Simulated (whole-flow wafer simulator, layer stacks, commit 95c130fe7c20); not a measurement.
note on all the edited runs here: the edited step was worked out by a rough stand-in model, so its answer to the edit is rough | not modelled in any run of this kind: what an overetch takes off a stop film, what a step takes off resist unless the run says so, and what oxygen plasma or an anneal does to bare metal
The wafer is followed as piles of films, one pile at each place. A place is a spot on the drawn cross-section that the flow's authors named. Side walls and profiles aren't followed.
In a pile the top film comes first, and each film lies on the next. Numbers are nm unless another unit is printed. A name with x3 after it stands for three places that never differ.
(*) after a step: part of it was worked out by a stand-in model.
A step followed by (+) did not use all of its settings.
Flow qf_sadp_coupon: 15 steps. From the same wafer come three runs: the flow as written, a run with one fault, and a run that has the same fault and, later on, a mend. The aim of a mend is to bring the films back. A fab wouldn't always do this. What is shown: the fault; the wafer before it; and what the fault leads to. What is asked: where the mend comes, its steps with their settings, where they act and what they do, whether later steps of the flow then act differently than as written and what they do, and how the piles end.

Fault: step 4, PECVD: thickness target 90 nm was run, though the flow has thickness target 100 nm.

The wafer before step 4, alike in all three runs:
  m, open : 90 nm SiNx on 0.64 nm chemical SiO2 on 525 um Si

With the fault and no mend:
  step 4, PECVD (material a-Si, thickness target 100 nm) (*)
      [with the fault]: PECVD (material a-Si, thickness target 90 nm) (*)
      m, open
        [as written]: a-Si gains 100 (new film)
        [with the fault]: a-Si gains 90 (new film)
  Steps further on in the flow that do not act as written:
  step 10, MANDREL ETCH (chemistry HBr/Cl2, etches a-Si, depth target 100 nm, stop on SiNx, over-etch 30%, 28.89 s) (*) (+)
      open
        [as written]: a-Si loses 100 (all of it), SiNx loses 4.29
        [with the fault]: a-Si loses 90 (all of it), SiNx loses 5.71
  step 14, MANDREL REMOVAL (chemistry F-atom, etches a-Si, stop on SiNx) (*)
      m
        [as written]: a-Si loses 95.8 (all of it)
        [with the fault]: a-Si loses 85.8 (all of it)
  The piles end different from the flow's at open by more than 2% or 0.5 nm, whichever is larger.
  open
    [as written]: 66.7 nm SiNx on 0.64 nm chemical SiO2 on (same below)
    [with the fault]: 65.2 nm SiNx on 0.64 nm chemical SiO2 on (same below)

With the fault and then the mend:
  After step 4 comes the mend.
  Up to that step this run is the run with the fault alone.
  step 4a, PECVD (material a-Si, thickness target 10 nm) (*) (a further turn of the flow's step 4, with different settings)
      m, open
        a-Si gains 10
  Every later step of the flow that is run acts as written at every place that is followed.
  By the end, the piles equal the flow's at every place that both follow.
